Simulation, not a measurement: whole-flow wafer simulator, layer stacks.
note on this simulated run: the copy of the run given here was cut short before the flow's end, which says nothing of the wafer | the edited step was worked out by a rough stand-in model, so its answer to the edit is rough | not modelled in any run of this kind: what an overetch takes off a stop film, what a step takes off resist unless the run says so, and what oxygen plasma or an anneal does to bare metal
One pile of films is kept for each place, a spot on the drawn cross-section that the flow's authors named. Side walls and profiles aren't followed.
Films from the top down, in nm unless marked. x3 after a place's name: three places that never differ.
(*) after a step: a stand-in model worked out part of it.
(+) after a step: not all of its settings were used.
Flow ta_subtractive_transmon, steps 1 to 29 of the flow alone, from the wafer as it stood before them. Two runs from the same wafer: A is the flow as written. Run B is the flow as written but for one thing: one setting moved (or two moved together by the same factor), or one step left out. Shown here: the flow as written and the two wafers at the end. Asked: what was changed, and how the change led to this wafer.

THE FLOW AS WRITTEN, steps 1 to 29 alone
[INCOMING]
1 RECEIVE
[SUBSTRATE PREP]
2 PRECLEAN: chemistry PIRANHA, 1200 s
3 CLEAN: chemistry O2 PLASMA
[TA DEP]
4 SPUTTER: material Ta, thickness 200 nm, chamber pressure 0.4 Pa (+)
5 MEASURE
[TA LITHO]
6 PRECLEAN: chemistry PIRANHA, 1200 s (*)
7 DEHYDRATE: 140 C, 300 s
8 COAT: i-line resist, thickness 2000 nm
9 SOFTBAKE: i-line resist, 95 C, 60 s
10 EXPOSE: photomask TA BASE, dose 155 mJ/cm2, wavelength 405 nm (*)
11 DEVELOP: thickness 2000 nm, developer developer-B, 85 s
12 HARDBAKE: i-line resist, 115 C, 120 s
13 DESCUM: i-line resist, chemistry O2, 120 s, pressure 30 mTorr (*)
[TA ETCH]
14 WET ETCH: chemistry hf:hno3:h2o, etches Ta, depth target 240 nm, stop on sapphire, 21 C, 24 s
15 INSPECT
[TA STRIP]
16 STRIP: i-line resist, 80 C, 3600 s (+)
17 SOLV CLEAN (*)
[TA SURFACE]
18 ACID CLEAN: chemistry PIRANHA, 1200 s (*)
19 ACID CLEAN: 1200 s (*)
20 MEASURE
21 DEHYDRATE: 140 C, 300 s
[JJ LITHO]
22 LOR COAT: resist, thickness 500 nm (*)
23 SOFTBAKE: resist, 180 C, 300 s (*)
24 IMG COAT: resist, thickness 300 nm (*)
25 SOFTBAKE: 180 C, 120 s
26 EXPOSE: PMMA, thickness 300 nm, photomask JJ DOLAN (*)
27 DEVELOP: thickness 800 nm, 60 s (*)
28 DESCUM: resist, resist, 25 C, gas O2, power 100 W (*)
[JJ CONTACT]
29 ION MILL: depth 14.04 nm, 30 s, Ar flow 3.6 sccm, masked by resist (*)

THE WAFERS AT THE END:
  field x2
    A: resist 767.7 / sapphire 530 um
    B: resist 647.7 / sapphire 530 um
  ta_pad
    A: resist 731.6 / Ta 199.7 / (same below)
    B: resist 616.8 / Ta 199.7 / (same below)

The cause: step 24, IMG COAT: thickness 180 nm was run, where the flow has thickness 300 nm.

How the change led to this, step by step:
  24 IMG COAT: resist, thickness 300 nm (*)
      field x2, jj_line: A resist +300 | B resist +180
      lead: A resist +312.6 | B resist +189.1
      (and at 2 more places)
  27 DEVELOP: thickness 800 nm, 60 s (*)
      jj_line: A resist -800 (all of it) | B resist -680 (all of it)
      lead: A resist -867.4 (all of it) | B resist -743.9 (all of it)
      (and at 1 more place)
